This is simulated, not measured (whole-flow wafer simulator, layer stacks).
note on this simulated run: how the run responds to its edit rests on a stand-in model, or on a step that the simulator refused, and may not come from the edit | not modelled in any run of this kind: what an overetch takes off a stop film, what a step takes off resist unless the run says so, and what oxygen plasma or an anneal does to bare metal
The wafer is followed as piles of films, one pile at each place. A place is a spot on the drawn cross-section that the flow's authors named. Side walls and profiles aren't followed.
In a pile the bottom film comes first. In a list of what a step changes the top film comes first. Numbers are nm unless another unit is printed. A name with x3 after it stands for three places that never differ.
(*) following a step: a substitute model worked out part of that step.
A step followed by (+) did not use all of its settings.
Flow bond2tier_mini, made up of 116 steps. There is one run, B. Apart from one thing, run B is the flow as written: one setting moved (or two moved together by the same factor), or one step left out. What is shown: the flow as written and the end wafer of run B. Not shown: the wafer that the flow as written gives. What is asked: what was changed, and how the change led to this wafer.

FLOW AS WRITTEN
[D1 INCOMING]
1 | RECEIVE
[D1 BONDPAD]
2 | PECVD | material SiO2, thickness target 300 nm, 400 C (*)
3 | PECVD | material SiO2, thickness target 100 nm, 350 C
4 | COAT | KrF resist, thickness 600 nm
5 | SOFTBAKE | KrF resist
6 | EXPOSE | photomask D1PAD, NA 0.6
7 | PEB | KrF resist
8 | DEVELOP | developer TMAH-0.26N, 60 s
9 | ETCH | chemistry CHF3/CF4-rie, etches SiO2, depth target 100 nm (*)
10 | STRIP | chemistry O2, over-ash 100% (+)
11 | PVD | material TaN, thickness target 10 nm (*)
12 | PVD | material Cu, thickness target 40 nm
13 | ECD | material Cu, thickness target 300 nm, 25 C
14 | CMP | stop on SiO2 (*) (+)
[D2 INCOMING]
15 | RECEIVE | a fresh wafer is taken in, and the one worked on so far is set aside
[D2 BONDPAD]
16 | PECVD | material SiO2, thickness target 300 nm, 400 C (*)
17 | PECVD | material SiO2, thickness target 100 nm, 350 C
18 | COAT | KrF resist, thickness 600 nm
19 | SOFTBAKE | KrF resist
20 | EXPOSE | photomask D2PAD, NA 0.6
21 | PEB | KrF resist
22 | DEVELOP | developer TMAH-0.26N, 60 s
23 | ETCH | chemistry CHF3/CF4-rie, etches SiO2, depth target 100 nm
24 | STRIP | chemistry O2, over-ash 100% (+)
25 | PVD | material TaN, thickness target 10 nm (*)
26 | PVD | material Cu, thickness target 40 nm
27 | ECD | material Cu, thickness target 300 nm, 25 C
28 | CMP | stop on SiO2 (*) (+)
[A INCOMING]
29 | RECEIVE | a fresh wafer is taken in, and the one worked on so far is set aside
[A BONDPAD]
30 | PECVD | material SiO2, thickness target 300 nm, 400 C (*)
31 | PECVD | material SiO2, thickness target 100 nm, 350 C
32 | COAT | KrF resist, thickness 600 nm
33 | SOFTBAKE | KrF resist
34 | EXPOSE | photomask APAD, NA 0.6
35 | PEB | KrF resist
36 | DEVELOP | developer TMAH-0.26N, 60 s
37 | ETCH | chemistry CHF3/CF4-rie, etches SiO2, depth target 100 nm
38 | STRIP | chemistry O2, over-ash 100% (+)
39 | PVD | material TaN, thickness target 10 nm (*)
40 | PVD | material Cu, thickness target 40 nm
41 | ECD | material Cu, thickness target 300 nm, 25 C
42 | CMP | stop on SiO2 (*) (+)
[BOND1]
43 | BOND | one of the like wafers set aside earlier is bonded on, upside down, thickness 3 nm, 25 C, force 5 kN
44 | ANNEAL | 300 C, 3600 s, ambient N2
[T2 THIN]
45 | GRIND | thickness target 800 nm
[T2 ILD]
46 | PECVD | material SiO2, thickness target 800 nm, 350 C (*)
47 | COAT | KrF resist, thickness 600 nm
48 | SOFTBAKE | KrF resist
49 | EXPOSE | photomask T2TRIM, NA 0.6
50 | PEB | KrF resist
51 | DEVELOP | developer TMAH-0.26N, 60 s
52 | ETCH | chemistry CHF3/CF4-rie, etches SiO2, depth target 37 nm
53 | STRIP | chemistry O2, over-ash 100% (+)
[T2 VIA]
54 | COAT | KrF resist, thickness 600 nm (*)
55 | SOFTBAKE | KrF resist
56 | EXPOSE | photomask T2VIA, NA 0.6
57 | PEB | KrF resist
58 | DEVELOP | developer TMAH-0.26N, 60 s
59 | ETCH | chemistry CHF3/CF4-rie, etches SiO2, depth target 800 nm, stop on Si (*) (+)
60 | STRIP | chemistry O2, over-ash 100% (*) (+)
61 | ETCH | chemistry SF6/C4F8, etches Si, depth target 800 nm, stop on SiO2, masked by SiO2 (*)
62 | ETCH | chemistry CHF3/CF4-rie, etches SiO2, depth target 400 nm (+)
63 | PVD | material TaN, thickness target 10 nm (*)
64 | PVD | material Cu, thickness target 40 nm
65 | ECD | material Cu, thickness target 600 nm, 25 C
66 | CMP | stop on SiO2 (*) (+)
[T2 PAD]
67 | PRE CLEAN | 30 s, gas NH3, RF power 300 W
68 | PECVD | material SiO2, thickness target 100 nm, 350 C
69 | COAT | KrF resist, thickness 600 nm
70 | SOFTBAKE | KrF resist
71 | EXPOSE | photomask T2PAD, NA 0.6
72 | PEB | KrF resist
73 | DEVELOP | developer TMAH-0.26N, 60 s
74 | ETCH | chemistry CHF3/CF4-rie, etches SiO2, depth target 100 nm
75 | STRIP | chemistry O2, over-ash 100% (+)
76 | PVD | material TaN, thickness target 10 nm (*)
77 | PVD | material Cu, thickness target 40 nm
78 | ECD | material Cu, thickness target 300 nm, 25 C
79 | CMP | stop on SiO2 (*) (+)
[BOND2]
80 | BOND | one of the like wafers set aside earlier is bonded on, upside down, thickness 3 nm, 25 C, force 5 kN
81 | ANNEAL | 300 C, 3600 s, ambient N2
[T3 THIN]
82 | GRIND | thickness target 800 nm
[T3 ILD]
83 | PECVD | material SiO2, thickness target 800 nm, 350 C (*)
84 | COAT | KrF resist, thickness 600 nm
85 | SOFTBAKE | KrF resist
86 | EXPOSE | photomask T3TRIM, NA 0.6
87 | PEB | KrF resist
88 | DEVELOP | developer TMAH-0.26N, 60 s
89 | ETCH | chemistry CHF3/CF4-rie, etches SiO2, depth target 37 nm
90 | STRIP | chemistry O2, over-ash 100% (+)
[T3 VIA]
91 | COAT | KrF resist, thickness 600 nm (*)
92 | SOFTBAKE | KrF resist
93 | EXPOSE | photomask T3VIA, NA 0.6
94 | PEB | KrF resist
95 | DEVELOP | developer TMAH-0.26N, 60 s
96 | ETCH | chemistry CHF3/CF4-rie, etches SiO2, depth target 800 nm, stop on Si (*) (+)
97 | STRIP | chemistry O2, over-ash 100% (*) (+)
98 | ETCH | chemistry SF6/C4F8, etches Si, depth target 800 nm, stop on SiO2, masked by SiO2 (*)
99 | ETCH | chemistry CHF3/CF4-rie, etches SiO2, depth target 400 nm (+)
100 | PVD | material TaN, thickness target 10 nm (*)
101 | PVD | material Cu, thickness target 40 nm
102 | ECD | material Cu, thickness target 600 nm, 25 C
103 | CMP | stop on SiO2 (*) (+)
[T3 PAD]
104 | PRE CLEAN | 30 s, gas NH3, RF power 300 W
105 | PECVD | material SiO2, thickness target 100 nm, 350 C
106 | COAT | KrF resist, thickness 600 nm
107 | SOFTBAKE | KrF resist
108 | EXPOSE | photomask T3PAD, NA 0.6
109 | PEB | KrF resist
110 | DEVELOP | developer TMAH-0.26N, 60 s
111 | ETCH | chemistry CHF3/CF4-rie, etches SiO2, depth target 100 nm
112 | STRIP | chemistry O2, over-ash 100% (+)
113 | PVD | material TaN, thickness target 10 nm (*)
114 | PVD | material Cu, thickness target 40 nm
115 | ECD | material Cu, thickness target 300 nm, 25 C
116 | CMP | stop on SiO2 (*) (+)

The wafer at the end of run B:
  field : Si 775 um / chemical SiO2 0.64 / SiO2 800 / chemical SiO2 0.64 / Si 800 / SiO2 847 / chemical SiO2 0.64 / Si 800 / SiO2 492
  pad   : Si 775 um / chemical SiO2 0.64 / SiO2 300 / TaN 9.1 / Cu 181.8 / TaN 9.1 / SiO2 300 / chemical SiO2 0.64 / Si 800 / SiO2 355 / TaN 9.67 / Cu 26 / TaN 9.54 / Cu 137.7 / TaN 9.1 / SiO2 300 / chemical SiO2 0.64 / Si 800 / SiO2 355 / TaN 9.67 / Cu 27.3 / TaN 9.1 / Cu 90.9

Cause: step 68, PECVD: thickness target 55 nm was run, though the flow has thickness target 100 nm.

The path from the change to this, step by step:
  68 | PECVD | material SiO2, thickness target 100 nm, 350 C
      field: SiO2 gains 55 (it would be, as written: SiO2 gains 100)
      pad: SiO2 gains 55 (new film) (it would be, as written: SiO2 gains 100 (new film))
  74 | ETCH | chemistry CHF3/CF4-rie, etches SiO2, depth target 100 nm
      pad: SiO2 loses 55 (all of it), Cu loses 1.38 (it would be, as written: SiO2 loses 100 (all of it))
      field: KrF resist loses 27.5 (it would be, as written: KrF resist loses 33.3)
  77 | PVD | material Cu, thickness target 40 nm
      pad: Cu gains 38 (new film) (it would be, as written: Cu gains 36.4 (new film))
  78 | ECD | material Cu, thickness target 300 nm, 25 C
      pad: Cu gains 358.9 (it would be, as written: Cu gains 404.5)
